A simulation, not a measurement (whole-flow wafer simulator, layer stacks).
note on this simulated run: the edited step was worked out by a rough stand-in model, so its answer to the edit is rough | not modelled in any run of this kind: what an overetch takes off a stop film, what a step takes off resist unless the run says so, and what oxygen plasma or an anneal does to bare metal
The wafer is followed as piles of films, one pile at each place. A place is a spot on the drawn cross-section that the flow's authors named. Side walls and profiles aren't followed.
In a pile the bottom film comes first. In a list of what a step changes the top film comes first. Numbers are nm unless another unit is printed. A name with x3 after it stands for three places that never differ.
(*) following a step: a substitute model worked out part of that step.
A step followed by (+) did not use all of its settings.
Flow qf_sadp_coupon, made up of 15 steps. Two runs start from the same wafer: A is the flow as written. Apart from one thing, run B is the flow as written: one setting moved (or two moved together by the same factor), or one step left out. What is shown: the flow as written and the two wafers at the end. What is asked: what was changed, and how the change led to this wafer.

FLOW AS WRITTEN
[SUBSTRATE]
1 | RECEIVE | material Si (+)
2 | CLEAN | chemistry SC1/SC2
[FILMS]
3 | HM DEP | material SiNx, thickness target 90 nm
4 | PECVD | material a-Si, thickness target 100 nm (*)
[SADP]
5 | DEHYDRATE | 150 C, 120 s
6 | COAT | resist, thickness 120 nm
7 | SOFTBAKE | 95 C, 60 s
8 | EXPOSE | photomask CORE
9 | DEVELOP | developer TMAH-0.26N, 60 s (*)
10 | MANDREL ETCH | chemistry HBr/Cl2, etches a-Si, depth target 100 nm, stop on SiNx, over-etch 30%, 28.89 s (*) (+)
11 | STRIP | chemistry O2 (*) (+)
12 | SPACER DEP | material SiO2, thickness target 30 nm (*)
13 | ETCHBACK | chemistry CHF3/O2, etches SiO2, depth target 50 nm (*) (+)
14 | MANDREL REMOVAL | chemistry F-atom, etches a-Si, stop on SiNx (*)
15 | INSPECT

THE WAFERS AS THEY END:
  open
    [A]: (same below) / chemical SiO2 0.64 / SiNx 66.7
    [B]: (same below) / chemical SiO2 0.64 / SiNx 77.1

Cause: step 13, ETCHBACK: depth target 39 nm was run, while the flow as written has depth target 50 nm.

Step by step, how the change led to this:
  13 | ETCHBACK | chemistry CHF3/O2, etches SiO2, depth target 50 nm (*) (+)
      m: A -30 SiO2 (all of it), -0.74 chemical SiO2 (all of it), -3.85 a-Si | B -30 SiO2 (all of it), -0.74 chemical SiO2 (all of it), -1.65 a-Si
      open: A -30 SiO2 (all of it), -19 SiNx | B -30 SiO2 (all of it), -8.57 SiNx
  14 | MANDREL REMOVAL | chemistry F-atom, etches a-Si, stop on SiNx (*)
      m: A -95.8 a-Si (all of it) | B -98 a-Si (all of it)
